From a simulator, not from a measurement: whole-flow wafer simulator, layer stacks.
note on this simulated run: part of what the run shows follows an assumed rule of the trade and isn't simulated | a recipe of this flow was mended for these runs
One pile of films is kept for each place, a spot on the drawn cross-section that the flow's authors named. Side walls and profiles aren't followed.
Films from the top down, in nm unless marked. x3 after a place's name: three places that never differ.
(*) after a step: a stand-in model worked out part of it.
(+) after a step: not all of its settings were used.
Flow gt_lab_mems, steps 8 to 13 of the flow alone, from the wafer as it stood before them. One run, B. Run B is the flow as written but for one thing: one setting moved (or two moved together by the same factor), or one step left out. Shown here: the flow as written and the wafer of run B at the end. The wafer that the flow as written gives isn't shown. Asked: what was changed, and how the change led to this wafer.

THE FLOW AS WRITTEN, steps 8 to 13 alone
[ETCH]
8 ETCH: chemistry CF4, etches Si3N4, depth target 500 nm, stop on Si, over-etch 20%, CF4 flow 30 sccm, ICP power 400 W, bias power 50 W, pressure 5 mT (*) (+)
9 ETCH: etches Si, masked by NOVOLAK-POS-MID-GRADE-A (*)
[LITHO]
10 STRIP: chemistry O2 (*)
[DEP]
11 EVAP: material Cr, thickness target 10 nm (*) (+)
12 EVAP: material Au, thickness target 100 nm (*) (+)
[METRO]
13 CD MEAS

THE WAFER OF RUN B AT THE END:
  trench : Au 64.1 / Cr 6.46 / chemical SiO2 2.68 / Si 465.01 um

The cause: step 8, ETCH: over-etch 11% was run, where the flow has over-etch 20%.

How the change led to this, step by step:
  8 ETCH: chemistry CF4, etches Si3N4, depth target 500 nm, stop on Si, over-etch 20%, CF4 flow 30 sccm, ICP power 400 W, bias power 50 W, pressure 5 mT (*) (+)
      field: g/i-line-resist -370 (as written it would be: g/i-line-resist -400)
      trench: Si3N4 -500 (all of it), chemical SiO2 -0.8 (all of it), Si -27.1 (as written it would be: Si3N4 -500 (all of it), chemical SiO2 -0.8 (all of it), Si -49.6)
  10 STRIP: chemistry O2 (*)
      field: g/i-line-resist -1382 (all of it) (as written it would be: g/i-line-resist -1352 (all of it))
